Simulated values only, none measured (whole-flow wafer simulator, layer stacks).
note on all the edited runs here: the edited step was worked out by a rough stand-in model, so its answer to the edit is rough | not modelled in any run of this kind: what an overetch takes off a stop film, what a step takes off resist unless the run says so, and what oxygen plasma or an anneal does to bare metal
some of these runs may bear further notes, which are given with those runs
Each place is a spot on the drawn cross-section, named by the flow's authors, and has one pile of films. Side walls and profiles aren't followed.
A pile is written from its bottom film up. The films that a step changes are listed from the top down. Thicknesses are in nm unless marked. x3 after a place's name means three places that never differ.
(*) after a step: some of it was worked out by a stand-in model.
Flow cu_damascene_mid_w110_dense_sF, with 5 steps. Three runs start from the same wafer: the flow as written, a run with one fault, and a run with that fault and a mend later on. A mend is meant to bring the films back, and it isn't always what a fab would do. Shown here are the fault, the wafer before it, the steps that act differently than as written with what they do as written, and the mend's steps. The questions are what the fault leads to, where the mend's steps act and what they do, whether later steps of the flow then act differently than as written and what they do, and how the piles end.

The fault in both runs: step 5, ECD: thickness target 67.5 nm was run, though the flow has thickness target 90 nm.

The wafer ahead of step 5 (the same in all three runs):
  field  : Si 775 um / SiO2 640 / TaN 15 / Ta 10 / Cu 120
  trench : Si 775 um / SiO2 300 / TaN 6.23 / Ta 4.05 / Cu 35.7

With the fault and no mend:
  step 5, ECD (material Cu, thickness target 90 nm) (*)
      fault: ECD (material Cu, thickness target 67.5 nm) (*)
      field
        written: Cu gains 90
        fault: Cu gains 67.5
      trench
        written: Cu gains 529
        fault: Cu gains 506.5
  Every later step of the flow that is run acts as written at every place that is followed.
  At field, trench, the piles at the end differ from the flow's by more than 2% or 0.5 nm, whichever is larger.
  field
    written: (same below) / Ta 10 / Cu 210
    fault: (same below) / Ta 10 / Cu 187.5
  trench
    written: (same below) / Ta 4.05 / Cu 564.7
    fault: (same below) / Ta 4.05 / Cu 542.2

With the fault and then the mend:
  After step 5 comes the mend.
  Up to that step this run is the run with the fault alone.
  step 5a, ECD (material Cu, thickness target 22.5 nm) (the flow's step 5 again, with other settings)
      field, trench
        Cu gains 22.5
  Every later step of the flow that is run acts as written at every place that is followed.
  By the end, the piles equal the flow's at every place that both follow.
